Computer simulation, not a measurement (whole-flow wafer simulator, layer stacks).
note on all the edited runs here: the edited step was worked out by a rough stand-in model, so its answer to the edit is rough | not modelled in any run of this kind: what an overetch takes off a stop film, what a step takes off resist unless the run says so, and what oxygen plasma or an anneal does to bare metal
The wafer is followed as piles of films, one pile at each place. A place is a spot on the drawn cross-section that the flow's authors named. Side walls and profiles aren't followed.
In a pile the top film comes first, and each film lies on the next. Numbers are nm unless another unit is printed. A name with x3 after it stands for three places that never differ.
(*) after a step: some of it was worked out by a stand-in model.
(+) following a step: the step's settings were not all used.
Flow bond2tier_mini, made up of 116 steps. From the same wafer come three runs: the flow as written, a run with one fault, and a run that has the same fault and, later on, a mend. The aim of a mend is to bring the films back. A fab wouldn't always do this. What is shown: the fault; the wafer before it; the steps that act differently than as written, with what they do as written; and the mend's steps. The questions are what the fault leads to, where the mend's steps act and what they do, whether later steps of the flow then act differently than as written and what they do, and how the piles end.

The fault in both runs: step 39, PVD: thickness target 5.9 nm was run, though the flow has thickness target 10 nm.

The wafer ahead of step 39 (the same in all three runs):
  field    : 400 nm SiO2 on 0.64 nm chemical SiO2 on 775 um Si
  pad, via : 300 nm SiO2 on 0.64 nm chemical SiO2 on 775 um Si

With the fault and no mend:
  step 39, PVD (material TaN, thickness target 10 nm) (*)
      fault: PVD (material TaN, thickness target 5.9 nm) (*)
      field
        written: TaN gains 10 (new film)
        fault: TaN gains 5.9 (new film)
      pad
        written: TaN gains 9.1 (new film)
        fault: TaN gains 5.37 (new film)
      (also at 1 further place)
  Steps further on in the flow that do not act as written (1 other step is not shown; it differs only slightly, by no more than 2% or 0.5 nm, whichever is larger):
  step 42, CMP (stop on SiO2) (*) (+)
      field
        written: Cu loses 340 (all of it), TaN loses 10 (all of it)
        fault: Cu loses 340 (all of it), TaN loses 5.9 (all of it)
  At pad, the piles at the end differ from the flow's by more than 2% or 0.5 nm, whichever is larger.
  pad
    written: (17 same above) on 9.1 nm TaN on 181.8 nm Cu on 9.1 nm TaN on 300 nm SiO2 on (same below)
    fault: (17 same above) on 9.1 nm TaN on 185.5 nm Cu on 5.37 nm TaN on 300 nm SiO2 on (same below)

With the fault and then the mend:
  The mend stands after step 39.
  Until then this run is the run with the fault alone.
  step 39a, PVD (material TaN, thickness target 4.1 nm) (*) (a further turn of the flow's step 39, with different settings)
      field
        TaN gains 4.1
      pad
        TaN gains 3.73
      via
        TaN gains 4.09
  None of the later steps of the flow acts differently than as written at any place that is followed.
  At every place that both follow, the piles at the end match the flow's.
